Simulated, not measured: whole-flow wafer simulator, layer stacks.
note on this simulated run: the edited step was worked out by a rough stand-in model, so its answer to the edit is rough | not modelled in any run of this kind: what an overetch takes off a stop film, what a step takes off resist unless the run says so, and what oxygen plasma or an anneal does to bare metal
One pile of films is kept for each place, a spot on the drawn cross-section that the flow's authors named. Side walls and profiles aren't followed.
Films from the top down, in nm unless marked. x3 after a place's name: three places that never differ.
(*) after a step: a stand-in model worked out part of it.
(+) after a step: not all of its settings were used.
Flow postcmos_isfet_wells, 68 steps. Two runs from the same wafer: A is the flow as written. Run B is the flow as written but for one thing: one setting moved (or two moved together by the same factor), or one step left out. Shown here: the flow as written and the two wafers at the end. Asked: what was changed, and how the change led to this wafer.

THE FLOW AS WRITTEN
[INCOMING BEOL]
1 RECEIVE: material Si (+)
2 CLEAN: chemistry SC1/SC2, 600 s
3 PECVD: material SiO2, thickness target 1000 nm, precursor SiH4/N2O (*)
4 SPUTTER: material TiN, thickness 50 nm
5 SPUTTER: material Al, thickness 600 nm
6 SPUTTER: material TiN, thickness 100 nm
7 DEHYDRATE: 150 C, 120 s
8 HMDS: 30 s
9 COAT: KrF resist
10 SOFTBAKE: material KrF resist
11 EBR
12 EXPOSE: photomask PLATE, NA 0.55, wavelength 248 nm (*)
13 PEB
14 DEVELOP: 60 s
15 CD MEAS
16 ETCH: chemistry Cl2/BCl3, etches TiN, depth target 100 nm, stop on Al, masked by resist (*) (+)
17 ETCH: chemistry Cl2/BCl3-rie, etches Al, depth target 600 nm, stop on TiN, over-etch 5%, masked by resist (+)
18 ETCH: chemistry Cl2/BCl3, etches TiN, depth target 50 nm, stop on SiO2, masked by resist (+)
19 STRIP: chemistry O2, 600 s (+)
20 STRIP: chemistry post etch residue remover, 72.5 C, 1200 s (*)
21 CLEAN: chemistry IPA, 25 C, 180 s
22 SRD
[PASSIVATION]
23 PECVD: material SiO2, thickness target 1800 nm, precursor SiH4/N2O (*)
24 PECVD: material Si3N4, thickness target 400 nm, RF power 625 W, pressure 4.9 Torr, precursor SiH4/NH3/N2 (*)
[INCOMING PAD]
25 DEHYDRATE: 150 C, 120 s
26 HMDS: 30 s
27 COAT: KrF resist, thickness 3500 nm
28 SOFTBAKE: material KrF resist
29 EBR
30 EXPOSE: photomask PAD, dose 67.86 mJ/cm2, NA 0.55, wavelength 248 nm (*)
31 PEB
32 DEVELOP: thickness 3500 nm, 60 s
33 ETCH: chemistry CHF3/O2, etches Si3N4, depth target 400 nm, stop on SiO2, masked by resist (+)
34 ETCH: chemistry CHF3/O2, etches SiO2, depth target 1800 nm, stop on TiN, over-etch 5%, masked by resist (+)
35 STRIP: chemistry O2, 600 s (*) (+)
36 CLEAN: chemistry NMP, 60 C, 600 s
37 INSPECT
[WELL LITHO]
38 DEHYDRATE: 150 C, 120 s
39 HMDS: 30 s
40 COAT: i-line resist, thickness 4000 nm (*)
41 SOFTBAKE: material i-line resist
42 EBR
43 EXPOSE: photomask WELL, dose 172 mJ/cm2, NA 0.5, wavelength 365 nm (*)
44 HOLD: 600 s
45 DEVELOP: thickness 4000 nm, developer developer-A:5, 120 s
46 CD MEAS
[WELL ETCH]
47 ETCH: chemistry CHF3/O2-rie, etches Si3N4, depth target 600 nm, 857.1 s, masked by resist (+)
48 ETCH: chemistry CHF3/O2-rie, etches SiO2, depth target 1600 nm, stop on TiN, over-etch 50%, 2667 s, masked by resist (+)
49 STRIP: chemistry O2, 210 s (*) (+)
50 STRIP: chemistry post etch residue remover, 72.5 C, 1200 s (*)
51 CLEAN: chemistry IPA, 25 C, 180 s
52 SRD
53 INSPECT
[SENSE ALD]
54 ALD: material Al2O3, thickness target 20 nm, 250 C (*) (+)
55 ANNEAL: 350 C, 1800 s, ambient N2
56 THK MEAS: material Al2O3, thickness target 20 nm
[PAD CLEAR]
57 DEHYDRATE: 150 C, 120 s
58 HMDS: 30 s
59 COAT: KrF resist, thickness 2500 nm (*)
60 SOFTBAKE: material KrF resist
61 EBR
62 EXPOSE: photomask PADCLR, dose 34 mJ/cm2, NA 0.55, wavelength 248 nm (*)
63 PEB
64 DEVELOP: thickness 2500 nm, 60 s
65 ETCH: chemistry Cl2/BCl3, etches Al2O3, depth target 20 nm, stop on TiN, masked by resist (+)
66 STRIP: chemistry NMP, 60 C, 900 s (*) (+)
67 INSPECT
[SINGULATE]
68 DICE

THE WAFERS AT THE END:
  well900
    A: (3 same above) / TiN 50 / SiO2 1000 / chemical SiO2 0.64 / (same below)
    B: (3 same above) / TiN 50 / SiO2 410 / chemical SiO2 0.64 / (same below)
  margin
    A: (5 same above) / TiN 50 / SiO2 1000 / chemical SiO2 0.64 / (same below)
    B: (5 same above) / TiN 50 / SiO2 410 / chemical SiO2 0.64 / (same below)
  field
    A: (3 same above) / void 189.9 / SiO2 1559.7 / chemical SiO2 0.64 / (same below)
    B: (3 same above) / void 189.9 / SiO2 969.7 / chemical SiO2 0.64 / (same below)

The cause: step 3, PECVD: thickness target 410 nm was run, where the flow has thickness target 1000 nm.
It can be read off the wafer: well900 has SiO2 410, and step 3 as written asks for 1000 nm.

How the change led to this, step by step:
  3 PECVD: material SiO2, thickness target 1000 nm, precursor SiH4/N2O (*)
      field, margin, well900, well1300 x3, pad_rim, pad_clr, pad_open: A SiO2 +1000 (new film) | B SiO2 +410 (new film)
